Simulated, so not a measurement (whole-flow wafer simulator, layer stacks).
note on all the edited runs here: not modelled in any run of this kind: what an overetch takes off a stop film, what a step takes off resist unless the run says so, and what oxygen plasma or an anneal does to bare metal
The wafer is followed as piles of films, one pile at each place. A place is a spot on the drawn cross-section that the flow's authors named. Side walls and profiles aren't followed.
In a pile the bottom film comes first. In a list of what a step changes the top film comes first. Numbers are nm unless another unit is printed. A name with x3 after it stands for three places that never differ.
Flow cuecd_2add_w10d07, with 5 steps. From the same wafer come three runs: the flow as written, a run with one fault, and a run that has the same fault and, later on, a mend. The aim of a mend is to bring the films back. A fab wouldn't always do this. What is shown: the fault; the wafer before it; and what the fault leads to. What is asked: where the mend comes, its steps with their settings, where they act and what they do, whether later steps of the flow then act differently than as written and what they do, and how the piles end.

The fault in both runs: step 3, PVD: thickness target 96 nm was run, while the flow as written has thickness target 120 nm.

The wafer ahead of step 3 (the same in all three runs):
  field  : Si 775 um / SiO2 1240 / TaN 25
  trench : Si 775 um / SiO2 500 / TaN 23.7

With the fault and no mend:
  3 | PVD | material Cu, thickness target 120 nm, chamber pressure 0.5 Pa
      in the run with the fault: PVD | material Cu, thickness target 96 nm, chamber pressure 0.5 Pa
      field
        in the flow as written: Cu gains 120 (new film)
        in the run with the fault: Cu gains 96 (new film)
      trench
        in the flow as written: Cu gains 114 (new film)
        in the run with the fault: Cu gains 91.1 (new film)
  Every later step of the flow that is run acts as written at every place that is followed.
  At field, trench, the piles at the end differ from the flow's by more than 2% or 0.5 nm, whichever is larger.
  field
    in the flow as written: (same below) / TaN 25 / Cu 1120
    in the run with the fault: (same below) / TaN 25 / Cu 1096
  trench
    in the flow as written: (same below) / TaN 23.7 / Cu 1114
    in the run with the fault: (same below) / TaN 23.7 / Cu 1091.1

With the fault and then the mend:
  The mend follows step 3.
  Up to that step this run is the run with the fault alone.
  3a | PVD | material Cu, thickness target 24 nm, chamber pressure 0.5 Pa (the flow's step 3, run once more with other settings)
      field
        Cu gains 24
      trench
        Cu gains 22.7
  Every later step of the flow that is run acts as written at every place that is followed.
  The piles end only slightly different from the flow's at the places that both follow, by no more than 2% or 0.5 nm, whichever is larger.
